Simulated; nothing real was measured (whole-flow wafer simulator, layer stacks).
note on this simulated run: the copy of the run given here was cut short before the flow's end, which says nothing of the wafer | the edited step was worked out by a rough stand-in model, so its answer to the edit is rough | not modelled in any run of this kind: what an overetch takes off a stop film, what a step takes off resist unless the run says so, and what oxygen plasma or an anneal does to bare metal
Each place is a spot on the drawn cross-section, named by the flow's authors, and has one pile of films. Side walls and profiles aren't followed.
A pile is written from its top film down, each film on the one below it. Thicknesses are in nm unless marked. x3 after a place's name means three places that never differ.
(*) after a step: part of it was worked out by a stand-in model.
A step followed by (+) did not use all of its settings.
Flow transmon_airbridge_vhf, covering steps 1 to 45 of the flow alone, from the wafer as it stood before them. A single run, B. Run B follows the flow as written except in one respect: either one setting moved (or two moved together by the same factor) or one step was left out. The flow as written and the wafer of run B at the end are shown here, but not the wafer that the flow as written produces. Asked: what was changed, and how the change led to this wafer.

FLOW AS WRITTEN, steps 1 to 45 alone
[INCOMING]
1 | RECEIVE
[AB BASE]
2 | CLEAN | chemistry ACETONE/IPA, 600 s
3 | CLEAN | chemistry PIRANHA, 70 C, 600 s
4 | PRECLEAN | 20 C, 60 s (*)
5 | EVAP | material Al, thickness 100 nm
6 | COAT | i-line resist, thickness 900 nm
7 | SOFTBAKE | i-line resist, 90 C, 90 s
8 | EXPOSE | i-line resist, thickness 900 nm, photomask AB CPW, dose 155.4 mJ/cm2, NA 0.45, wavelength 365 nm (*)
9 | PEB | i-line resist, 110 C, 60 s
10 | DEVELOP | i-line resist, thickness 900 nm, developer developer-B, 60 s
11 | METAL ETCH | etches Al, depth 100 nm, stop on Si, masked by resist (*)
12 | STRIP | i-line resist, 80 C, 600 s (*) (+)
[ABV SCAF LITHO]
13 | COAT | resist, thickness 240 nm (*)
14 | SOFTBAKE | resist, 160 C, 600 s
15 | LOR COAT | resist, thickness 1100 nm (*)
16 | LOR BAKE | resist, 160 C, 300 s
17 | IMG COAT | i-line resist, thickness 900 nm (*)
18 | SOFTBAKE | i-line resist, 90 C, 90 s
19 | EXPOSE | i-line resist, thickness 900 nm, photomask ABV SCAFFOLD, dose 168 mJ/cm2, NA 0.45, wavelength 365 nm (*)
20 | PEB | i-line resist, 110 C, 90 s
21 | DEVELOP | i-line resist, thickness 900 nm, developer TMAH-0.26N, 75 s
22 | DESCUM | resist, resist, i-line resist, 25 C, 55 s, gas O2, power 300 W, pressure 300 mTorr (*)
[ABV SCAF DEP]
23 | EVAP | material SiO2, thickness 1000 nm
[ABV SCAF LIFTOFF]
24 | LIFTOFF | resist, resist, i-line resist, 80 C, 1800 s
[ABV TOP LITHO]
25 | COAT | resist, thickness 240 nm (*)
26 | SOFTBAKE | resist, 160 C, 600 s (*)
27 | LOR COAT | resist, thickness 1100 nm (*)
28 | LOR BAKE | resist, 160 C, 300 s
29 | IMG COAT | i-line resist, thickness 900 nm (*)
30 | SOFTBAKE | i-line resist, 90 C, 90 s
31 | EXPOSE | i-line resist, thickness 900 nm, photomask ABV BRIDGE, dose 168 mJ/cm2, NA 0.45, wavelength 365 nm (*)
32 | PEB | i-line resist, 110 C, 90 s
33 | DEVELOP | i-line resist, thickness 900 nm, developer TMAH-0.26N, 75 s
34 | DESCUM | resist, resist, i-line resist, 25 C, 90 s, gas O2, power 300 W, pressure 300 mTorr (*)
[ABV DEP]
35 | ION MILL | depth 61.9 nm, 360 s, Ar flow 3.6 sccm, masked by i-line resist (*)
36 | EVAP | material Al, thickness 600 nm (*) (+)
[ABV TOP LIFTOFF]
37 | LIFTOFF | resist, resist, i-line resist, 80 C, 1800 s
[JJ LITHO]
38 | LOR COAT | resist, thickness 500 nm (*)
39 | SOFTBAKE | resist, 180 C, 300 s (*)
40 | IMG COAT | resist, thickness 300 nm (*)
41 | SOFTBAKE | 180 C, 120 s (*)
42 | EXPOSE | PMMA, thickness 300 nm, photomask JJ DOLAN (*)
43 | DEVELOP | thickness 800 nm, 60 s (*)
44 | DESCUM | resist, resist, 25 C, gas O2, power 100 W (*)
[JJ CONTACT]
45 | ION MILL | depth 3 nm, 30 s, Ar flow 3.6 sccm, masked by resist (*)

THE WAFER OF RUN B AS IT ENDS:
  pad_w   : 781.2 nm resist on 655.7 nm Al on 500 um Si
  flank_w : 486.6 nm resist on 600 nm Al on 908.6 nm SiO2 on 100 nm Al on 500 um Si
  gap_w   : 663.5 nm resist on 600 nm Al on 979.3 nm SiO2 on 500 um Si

The reason: step 35, ION MILL: depth 35.6 nm was run, while the flow as written has depth 61.9 nm; step 35, ION MILL: 207 s was run, where the flow has 360 s.

Step by step, how the change led to this:
  35 | ION MILL | depth 61.9 nm, 360 s, Ar flow 3.6 sccm, masked by i-line resist (*)
      field x3, jj_line, ground_far, trace_open_s x2, margin_s, margin_n: -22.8 i-line resist (in the flow as written it would be: -39.7 i-line resist)
      flank_w, gap_w, cpw_trace, gap_e, flank_e, bridge_strip: -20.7 SiO2 (in the flow as written it would be: -36 SiO2)
      (also at 2 further places)
  37 | LIFTOFF | resist, resist, i-line resist, 80 C, 1800 s
      field x3, jj_line, trace_open_s x2: -600 Al (all of it), -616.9 i-line resist (all of it), -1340 resist (all of it) (in the flow as written it would be: -600 Al (all of it), -600 i-line resist (all of it), -1340 resist (all of it))
      margin_s, margin_n: -600 Al (all of it), -335.2 i-line resist (all of it), -992 resist (all of it) (in the flow as written it would be: -600 Al (all of it), -318.3 i-line resist (all of it), -992 resist (all of it))
      (also at 1 further place)
